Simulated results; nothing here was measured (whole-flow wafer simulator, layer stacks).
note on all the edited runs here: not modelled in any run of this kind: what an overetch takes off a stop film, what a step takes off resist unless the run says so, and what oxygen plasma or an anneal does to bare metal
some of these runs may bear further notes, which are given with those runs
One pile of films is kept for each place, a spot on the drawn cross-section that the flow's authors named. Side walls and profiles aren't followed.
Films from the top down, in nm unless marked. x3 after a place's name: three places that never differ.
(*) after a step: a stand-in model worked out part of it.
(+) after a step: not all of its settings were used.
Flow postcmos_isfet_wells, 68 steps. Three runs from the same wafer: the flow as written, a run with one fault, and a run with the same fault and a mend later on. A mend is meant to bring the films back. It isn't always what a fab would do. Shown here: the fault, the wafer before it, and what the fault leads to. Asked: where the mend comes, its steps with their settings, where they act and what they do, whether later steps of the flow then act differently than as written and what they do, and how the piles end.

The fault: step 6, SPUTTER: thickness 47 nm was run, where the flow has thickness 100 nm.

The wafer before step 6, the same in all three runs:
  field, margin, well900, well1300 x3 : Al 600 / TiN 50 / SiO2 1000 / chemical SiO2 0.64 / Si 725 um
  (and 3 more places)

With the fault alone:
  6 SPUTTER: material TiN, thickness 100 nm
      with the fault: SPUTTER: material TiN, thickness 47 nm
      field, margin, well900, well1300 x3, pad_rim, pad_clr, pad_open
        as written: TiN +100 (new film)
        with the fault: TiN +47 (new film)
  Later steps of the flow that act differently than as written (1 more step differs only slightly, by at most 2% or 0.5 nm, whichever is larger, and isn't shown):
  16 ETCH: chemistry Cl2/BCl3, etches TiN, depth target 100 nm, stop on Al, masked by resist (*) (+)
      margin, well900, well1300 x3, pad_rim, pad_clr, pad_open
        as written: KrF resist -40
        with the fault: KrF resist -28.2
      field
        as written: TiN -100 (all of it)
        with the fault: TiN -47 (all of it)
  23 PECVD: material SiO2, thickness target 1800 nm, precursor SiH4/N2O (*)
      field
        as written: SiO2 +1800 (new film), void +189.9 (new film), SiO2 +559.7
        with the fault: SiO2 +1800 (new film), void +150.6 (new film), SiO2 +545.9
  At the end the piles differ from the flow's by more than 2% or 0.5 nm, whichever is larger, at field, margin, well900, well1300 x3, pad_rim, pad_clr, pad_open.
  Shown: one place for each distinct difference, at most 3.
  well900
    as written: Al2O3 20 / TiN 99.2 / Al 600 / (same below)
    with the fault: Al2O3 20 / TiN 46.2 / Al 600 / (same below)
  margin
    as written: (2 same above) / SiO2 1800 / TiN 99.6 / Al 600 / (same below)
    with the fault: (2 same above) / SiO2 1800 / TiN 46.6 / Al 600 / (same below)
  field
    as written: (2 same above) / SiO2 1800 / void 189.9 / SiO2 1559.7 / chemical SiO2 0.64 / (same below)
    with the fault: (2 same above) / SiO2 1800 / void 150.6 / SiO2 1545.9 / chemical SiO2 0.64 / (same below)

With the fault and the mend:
  The mend comes after step 15.
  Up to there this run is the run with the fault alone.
  15a STRIP: chemistry O2, 600 s (+)
      margin, well900, well1300 x3, pad_rim, pad_clr, pad_open
        KrF resist -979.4 (all of it)
  15b SPUTTER: material TiN, thickness 53 nm (the flow's step 6 once more, with other settings)
      field, margin, well900, well1300 x3, pad_rim, pad_clr, pad_open
        TiN +53
  15c HMDS: 30 s (the flow's step 8 once more)
      changes no film at any place that is followed
  15d COAT: KrF resist (the flow's step 9 once more)
      field, margin, well900, well1300 x3, pad_rim, pad_clr, pad_open
        KrF resist +1000 (new film)
  15e SOFTBAKE: material KrF resist (the flow's step 10 once more)
      changes no film at any place that is followed
  15f EBR (the flow's step 11 once more)
      changes no film at any place that is followed
  15g EXPOSE: photomask PLATE, NA 0.55, wavelength 248 nm (*) (the flow's step 12 once more)
      changes no film at any place that is followed
  15h PEB (the flow's step 13 once more)
      field, margin, well900, well1300 x3, pad_rim, pad_clr, pad_open
        KrF resist -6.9
  15i DEVELOP: 60 s (the flow's step 14 once more)
      margin, well900, well1300 x3, pad_rim, pad_clr, pad_open
        KrF resist -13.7
      field
        KrF resist -993.1 (all of it)
  No later step of the flow acts differently than as written at any place that is followed.
  At the end the piles are the same as the flow's at every place that both follow.
